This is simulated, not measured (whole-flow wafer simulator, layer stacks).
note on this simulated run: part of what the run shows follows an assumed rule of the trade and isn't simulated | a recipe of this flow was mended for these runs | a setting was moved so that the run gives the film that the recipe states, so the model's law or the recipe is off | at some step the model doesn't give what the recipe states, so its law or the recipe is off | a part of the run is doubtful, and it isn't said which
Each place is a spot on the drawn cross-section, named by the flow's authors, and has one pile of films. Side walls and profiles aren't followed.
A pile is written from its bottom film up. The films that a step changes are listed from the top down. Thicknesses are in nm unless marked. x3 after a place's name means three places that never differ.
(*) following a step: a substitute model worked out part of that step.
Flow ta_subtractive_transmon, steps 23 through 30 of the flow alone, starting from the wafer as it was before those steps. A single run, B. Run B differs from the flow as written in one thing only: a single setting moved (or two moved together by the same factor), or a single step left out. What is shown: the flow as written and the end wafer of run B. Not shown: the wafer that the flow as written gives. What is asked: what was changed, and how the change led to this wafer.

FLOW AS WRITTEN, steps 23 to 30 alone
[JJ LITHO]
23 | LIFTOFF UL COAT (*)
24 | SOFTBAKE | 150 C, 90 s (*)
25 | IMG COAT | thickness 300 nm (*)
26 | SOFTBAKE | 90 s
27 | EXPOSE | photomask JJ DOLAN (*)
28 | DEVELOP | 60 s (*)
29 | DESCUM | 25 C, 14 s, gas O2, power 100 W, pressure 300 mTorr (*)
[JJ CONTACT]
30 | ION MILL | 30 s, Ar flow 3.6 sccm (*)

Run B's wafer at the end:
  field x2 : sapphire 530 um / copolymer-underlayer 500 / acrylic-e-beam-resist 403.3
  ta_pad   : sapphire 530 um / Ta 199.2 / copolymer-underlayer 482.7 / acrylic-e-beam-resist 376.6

The reason: step 25, IMG COAT: thickness 435 nm was run, though the flow has thickness 300 nm.

How this came from the change, step by step:
  25 | IMG COAT | thickness 300 nm (*)
      field x2, jj_line: +435 acrylic-e-beam-resist (new film) (as written it would have been: +300 acrylic-e-beam-resist (new film))
      lead: +451.7 acrylic-e-beam-resist (new film) (as written it would have been: +312.5 acrylic-e-beam-resist (new film))
      (as well as at 2 more places)
  28 | DEVELOP | 60 s (*)
      jj_line: -435 acrylic-e-beam-resist (all of it), -500 copolymer-underlayer (all of it) (as written it would have been: -300 acrylic-e-beam-resist (all of it), -500 copolymer-underlayer (all of it))
      lead: -451.7 acrylic-e-beam-resist (all of it), -554.7 copolymer-underlayer (all of it) (as written it would have been: -312.5 acrylic-e-beam-resist (all of it), -554.7 copolymer-underlayer (all of it))
      (as well as at 1 more place)
